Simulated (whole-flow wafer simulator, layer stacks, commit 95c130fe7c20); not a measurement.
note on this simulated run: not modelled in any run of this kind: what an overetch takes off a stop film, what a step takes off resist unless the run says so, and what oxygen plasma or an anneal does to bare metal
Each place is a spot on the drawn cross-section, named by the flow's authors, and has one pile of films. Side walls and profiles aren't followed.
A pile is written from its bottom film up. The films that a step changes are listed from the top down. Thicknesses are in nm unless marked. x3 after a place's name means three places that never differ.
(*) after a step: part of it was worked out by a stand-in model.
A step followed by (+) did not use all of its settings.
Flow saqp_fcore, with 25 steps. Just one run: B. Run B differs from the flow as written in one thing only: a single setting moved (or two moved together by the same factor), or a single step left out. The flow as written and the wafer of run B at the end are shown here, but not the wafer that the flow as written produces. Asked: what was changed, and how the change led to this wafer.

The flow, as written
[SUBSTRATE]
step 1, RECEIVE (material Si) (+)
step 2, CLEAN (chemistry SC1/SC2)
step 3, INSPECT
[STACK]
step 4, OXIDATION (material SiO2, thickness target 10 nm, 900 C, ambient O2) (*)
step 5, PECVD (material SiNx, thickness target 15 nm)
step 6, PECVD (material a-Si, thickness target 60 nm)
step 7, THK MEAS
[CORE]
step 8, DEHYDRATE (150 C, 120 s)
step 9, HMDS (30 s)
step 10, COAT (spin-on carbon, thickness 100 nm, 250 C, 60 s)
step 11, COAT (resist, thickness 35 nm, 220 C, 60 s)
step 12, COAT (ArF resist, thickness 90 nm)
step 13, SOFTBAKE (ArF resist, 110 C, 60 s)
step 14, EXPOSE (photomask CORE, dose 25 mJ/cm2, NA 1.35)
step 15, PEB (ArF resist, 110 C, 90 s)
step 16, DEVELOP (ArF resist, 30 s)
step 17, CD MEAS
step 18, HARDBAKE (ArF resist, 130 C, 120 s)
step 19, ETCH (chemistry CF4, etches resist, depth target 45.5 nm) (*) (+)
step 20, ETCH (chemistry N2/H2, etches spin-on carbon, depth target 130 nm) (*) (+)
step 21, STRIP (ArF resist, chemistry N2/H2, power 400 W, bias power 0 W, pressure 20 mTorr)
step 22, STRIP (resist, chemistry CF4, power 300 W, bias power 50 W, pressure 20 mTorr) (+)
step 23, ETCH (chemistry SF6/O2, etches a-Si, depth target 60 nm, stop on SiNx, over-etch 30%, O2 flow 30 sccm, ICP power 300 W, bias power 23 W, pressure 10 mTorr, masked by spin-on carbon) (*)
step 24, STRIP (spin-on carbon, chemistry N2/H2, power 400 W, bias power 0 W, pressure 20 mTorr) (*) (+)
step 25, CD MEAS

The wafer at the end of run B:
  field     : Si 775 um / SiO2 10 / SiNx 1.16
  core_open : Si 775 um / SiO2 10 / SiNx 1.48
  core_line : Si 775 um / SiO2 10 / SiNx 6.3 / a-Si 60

The reason: step 5, PECVD: thickness target 6.3 nm was run, though the flow has thickness target 15 nm.
One can read it off the wafer: core_line has SiNx 6.3, and step 5 as written asks for 15 nm.

The path from the change to this, step by step:
  step 5, PECVD (material SiNx, thickness target 15 nm)
      field, core_open, core_line: SiNx gains 6.3 (new film) (in the flow as written it would be: SiNx gains 15 (new film))
